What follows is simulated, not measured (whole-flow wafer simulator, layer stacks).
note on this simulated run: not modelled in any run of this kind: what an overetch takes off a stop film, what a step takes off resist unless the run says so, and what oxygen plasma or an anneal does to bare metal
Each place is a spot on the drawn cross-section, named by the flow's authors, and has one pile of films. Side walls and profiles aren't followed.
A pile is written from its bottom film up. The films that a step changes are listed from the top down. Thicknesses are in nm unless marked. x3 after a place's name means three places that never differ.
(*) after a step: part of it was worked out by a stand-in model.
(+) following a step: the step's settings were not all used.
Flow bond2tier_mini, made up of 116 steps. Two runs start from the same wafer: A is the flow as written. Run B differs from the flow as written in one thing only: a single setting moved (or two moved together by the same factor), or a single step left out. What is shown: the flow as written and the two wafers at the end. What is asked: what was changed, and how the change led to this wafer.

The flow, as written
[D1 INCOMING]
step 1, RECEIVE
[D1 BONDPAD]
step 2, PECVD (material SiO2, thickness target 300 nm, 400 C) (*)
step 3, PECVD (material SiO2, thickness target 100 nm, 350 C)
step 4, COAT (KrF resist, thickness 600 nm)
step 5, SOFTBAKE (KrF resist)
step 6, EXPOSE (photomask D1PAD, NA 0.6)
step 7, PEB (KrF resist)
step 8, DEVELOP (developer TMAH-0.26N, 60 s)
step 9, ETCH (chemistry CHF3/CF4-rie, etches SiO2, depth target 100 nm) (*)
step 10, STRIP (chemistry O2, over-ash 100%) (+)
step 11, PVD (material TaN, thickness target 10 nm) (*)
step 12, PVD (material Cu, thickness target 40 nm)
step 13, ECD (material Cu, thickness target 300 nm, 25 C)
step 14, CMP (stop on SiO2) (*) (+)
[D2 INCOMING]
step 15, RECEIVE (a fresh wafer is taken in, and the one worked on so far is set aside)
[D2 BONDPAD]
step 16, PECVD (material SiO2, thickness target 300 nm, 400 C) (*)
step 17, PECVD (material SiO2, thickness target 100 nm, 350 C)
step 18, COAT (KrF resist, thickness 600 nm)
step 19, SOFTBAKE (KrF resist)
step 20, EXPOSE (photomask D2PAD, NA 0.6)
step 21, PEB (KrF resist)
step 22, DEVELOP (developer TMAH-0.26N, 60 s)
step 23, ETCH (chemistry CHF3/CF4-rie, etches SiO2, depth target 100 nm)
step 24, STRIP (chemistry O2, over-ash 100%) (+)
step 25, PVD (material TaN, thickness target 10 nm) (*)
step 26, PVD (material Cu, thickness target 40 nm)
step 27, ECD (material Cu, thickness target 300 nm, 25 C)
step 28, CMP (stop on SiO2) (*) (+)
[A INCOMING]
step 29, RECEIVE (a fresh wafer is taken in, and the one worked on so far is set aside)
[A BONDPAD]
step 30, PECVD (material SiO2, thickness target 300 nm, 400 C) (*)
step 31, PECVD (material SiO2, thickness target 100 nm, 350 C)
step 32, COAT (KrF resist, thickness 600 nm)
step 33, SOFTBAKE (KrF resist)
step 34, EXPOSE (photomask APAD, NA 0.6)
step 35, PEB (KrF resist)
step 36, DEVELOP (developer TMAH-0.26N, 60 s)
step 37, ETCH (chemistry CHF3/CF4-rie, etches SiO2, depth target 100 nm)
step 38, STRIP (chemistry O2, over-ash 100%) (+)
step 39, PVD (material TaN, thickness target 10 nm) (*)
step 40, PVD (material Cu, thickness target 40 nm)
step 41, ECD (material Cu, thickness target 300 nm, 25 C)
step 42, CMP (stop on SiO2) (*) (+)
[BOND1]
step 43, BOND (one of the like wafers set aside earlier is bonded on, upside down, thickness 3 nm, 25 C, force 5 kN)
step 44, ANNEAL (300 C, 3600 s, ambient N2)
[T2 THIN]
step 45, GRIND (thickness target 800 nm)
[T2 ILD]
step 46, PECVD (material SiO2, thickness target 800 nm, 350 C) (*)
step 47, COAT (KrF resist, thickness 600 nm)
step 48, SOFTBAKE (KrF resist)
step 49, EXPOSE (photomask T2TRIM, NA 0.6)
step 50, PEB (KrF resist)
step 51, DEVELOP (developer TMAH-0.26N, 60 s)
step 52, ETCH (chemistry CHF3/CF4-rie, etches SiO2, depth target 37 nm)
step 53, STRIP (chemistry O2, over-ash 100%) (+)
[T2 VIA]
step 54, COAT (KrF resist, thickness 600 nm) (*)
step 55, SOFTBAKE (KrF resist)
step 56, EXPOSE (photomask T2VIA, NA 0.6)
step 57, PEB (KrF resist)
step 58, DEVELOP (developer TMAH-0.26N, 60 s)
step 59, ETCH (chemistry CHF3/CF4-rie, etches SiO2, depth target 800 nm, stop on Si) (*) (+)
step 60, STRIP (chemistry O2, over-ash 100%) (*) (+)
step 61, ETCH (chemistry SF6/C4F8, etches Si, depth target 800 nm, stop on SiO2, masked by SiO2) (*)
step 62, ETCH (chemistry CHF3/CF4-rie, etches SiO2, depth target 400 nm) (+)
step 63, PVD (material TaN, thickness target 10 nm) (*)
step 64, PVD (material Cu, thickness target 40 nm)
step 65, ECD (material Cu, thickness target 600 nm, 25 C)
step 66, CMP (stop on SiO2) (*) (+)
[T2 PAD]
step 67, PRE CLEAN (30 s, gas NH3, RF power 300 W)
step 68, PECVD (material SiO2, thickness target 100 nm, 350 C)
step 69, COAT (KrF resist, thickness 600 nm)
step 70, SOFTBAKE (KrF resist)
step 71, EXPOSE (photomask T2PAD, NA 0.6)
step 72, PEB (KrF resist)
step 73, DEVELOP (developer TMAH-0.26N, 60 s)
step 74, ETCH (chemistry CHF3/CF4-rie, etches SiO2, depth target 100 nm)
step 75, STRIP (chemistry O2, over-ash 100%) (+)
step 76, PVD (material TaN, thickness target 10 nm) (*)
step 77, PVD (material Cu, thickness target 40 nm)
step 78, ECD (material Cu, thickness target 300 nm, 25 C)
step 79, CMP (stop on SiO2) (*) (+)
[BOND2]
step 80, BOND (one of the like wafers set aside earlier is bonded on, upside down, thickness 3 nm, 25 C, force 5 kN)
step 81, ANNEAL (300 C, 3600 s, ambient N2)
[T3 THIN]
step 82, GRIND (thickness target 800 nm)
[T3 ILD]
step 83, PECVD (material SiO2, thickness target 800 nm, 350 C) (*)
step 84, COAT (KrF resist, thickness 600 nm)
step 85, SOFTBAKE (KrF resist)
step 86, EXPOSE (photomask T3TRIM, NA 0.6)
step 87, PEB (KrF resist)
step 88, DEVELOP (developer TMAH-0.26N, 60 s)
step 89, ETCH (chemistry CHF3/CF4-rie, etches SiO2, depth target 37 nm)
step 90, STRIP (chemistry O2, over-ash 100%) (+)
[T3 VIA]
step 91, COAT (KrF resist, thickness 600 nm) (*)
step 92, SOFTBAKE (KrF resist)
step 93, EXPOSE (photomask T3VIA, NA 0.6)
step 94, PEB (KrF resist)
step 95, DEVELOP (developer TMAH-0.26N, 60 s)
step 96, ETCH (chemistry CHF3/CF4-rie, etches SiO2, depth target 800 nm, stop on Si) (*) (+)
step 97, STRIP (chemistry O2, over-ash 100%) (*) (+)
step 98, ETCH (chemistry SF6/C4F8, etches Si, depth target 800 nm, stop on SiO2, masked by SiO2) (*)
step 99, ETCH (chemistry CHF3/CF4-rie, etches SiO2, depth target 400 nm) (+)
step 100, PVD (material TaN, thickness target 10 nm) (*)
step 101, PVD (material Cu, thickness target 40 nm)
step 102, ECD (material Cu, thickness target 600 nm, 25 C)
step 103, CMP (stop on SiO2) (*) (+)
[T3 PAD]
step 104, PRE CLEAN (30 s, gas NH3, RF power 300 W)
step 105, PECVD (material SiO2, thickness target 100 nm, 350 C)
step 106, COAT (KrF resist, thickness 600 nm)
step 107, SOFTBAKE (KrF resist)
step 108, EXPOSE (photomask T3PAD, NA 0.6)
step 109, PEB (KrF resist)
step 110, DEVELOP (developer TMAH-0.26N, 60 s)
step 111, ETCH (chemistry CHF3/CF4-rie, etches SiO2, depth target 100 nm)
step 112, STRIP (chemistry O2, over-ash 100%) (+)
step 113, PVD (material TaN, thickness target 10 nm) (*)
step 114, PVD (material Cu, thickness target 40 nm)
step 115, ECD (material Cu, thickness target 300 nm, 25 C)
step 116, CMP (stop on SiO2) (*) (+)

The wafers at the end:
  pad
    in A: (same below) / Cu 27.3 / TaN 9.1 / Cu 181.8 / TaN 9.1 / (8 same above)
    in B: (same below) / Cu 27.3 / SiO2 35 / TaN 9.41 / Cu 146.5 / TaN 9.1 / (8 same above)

Cause: step 74, ETCH: depth target 65 nm was run, though the flow has depth target 100 nm.

How this came from the change, step by step:
  step 74, ETCH (chemistry CHF3/CF4-rie, etches SiO2, depth target 100 nm)
      pad: A SiO2 loses 100 (all of it) | B SiO2 loses 65
      field: A KrF resist loses 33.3 | B KrF resist loses 21.7
  step 75, STRIP (chemistry O2, over-ash 100%) (+)
      field: A KrF resist loses 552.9 (all of it) | B KrF resist loses 564.6 (all of it)
  step 77, PVD (material Cu, thickness target 40 nm)
      pad: A Cu gains 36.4 (new film) | B Cu gains 37.6 (new film)
  step 78, ECD (material Cu, thickness target 300 nm, 25 C)
      pad: A Cu gains 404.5 | B Cu gains 367.9
If metal films that touch count as one body, pad has 4 bodies (between them, from the top down: SiO2 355 / Si 800 / chemical SiO2 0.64 / SiO2 300; SiO2 35; SiO2 355 / Si 800 / chemical SiO2 0.64 / SiO2 300); the flow as written gives 3 bodies (between them, from the top down: SiO2 355 / Si 800 / chemical SiO2 0.64 / SiO2 300; SiO2 355 / Si 800 / chemical SiO2 0.64 / SiO2 300).
